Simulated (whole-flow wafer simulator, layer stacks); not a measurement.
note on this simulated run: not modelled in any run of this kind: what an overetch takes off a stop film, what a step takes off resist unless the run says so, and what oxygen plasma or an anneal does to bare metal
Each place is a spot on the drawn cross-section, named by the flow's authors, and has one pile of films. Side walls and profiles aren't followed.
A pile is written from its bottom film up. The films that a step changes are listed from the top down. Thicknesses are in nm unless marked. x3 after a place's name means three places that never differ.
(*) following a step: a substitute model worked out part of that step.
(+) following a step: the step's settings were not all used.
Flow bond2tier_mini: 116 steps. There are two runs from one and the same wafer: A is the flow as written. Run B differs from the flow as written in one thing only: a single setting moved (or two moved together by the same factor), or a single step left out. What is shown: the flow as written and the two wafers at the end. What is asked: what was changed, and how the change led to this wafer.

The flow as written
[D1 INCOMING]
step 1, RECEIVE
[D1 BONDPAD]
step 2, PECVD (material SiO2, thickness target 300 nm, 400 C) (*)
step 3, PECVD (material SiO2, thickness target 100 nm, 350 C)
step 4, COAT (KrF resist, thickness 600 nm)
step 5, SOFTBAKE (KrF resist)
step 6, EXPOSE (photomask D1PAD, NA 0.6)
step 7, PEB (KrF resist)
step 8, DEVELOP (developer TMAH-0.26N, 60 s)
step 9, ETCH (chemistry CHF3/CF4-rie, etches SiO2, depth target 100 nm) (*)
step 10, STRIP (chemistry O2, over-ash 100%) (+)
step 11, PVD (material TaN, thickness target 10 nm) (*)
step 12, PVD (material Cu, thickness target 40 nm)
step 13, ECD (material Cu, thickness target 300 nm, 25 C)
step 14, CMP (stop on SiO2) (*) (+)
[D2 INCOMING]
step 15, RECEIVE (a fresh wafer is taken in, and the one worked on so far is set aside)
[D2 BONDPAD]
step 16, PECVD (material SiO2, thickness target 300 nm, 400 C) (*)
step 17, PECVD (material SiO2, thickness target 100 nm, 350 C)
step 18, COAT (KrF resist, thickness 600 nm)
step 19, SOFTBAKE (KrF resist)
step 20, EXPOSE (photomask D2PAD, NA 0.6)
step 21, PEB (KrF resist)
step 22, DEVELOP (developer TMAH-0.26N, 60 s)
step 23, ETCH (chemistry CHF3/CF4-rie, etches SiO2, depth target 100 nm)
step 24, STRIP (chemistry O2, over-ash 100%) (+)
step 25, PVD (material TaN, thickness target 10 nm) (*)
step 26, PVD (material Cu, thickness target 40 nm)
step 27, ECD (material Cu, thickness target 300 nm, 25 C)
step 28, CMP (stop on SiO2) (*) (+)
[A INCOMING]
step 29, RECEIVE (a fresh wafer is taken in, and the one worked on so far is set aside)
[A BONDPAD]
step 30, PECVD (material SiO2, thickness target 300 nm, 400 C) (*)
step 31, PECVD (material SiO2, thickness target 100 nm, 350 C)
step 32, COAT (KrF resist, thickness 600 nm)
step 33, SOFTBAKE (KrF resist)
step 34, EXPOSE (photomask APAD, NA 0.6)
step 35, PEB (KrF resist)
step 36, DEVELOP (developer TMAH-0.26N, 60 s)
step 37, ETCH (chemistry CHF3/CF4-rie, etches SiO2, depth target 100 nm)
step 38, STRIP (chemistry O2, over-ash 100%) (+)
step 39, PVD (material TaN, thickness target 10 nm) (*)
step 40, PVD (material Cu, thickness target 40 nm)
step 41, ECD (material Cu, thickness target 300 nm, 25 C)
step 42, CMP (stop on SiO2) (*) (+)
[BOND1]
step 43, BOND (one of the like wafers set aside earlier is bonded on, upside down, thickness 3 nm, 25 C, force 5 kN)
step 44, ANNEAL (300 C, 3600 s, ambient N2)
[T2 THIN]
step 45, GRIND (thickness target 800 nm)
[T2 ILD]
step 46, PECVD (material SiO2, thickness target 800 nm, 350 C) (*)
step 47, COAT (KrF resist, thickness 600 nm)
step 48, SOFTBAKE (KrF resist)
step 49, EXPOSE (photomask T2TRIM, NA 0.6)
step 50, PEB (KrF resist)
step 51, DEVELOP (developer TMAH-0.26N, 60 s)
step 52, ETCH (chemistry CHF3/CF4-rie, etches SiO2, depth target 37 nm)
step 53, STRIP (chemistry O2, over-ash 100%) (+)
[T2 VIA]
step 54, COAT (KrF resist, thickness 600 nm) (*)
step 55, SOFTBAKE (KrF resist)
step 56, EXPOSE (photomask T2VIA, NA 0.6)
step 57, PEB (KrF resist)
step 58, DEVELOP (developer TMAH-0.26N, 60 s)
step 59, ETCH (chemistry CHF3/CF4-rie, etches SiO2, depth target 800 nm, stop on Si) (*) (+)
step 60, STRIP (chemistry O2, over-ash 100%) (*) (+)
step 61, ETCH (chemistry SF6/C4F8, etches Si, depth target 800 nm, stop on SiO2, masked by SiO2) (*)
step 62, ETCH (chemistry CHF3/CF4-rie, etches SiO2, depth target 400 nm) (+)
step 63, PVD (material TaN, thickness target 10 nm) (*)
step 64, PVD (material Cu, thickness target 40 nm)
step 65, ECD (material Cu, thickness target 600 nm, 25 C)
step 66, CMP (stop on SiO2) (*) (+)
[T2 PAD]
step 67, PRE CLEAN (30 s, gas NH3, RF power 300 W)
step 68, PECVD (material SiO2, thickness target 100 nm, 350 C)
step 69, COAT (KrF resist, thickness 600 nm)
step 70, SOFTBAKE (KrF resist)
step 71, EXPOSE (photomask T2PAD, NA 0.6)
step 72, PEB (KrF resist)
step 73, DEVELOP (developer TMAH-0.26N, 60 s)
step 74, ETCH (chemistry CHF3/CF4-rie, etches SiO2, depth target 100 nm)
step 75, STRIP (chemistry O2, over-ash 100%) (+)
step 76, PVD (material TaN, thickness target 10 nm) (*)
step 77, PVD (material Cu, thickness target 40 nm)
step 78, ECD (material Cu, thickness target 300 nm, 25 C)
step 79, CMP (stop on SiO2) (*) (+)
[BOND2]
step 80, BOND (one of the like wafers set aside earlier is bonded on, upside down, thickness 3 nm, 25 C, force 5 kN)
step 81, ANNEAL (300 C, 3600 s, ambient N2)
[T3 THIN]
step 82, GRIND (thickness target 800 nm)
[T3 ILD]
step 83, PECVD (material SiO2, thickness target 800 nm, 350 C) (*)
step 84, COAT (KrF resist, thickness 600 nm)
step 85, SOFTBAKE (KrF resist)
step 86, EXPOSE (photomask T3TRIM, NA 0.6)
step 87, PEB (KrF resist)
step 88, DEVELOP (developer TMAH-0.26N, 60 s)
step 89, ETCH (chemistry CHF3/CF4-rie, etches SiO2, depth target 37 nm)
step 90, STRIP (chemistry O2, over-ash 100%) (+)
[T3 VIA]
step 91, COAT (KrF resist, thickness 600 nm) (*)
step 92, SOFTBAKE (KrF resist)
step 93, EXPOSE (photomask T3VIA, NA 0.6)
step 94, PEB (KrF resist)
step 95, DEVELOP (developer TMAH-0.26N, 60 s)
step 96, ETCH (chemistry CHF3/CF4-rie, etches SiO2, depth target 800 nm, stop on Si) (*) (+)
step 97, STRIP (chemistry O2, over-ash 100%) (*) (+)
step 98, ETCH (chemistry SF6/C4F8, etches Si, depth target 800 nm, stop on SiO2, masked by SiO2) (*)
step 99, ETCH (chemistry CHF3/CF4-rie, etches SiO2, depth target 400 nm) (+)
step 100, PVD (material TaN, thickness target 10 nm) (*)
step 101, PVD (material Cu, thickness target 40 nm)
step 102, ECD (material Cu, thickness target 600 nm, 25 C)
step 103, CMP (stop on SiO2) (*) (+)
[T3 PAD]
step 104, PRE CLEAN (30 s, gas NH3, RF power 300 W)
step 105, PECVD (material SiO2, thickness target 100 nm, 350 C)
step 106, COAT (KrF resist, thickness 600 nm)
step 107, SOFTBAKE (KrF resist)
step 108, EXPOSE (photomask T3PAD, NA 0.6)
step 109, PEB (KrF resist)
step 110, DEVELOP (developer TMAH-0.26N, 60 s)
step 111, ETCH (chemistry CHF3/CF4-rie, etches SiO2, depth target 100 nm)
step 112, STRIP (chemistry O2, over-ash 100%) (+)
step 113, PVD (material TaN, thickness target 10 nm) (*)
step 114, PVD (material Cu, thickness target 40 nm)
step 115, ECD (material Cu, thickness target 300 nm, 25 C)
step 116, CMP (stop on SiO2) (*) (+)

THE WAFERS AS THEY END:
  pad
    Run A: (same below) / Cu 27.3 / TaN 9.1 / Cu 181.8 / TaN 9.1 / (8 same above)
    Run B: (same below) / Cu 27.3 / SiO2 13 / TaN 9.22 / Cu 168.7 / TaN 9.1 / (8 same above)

Cause: step 74, ETCH: depth target 87 nm was run, whereas the flow has depth target 100 nm.

How this came from the change, step by step:
  step 74, ETCH (chemistry CHF3/CF4-rie, etches SiO2, depth target 100 nm)
      pad: A -100 SiO2 (all of it) | B -87 SiO2
      field: A -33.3 KrF resist | B -29 KrF resist
  step 78, ECD (material Cu, thickness target 300 nm, 25 C)
      pad: A +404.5 Cu | B +390.9 Cu
If metal films that touch count as one body, pad has 4 bodies (between them, from the top down: SiO2 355 / Si 800 / chemical SiO2 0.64 / SiO2 300; SiO2 13; SiO2 355 / Si 800 / chemical SiO2 0.64 / SiO2 300); the flow as written gives 3 bodies (between them, from the top down: SiO2 355 / Si 800 / chemical SiO2 0.64 / SiO2 300; SiO2 355 / Si 800 / chemical SiO2 0.64 / SiO2 300).
